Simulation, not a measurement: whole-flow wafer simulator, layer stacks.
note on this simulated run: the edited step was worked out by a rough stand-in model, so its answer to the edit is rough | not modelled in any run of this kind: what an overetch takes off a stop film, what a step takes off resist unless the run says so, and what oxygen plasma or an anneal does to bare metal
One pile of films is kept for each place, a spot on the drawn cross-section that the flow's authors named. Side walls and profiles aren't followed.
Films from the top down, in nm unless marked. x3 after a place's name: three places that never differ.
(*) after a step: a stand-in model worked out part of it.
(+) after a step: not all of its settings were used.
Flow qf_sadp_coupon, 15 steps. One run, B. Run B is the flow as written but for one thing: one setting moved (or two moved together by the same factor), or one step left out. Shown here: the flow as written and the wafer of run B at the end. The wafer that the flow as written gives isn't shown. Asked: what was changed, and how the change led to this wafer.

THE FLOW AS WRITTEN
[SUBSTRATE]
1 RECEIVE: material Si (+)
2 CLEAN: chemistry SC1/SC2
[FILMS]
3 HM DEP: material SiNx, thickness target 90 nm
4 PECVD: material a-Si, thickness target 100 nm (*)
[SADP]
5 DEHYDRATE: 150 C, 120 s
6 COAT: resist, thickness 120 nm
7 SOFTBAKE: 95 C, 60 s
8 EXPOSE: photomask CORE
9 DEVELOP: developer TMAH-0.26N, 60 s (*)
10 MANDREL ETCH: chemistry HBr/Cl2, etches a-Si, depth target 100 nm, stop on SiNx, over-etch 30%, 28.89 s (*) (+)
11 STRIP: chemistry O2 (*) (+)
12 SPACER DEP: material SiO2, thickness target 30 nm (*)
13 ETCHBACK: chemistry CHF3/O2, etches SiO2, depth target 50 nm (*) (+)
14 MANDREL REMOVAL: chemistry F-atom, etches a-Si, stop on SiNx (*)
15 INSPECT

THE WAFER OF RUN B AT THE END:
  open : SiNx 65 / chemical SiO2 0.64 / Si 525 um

The cause: step 10, MANDREL ETCH: over-etch 42% was run, where the flow has over-etch 30%.

How the change led to this, step by step:
  10 MANDREL ETCH: chemistry HBr/Cl2, etches a-Si, depth target 100 nm, stop on SiNx, over-etch 30%, 28.89 s (*) (+)
      m: resist -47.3 (as written it would be: resist -43.3)
      open: a-Si -100 (all of it), SiNx -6 (as written it would be: a-Si -100 (all of it), SiNx -4.29)
  11 STRIP: chemistry O2 (*) (+)
      m: chemical SiO2 +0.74 (new film), resist -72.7 (all of it), a-Si -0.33 (as written it would be: chemical SiO2 +0.74 (new film), resist -76.7 (all of it), a-Si -0.32)
